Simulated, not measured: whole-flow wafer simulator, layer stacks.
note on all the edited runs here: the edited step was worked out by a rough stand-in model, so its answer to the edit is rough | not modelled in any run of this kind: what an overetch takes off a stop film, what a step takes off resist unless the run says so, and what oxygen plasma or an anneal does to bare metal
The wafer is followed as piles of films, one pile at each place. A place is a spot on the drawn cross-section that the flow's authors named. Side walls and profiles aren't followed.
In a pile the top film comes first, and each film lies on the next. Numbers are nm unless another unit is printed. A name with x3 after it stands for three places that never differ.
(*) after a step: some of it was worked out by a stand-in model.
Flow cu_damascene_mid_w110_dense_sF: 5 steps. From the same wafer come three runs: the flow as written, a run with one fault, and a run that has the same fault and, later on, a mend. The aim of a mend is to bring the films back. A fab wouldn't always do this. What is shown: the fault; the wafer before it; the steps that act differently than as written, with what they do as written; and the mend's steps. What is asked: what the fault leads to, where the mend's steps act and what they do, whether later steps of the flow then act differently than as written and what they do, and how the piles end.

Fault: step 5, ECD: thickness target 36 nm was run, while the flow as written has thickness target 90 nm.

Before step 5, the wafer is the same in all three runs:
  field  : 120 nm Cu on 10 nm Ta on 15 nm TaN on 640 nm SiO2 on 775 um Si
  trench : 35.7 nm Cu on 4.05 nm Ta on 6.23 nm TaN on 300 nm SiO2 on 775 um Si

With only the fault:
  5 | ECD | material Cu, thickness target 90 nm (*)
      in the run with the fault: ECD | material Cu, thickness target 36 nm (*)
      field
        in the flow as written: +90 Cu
        in the run with the fault: +36 Cu
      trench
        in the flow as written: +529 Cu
        in the run with the fault: +475 Cu
  None of the later steps of the flow acts differently than as written at any place that is followed.
  At field, trench, the piles at the end differ from the flow's by more than 2% or 0.5 nm, whichever is larger.
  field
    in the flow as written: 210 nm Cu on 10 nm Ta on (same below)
    in the run with the fault: 156 nm Cu on 10 nm Ta on (same below)
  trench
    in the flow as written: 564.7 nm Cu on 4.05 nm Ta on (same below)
    in the run with the fault: 510.7 nm Cu on 4.05 nm Ta on (same below)

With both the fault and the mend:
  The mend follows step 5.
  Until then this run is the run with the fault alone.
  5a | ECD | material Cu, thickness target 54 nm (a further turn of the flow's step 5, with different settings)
      field, trench
        +54 Cu
  None of the later steps of the flow acts differently than as written at any place that is followed.
  The piles end the same as the flow's at every place that both follow.
